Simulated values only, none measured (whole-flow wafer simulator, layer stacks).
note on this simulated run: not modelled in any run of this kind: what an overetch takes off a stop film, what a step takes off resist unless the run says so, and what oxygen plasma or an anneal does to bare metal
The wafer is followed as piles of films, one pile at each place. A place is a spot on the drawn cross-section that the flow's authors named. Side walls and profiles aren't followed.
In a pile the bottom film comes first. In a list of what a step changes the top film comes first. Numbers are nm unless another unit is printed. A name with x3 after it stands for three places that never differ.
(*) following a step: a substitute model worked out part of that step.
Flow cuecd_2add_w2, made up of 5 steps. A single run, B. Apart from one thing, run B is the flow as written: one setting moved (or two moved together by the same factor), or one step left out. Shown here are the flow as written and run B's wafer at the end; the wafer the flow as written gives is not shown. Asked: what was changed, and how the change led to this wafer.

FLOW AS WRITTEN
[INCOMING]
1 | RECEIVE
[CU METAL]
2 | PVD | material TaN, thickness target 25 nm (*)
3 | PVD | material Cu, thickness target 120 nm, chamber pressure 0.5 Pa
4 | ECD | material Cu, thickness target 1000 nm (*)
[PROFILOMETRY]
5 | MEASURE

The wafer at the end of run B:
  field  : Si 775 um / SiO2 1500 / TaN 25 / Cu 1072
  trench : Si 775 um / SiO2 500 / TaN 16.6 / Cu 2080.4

The reason: step 3, PVD: thickness target 72 nm was run, while the flow as written has thickness target 120 nm.

How this came from the change, step by step:
  3 | PVD | material Cu, thickness target 120 nm, chamber pressure 0.5 Pa
      field: +72 Cu (new film) (it would be, as written: +120 Cu (new film))
      trench: +48.6 Cu (new film) (it would be, as written: +80.8 Cu (new film))
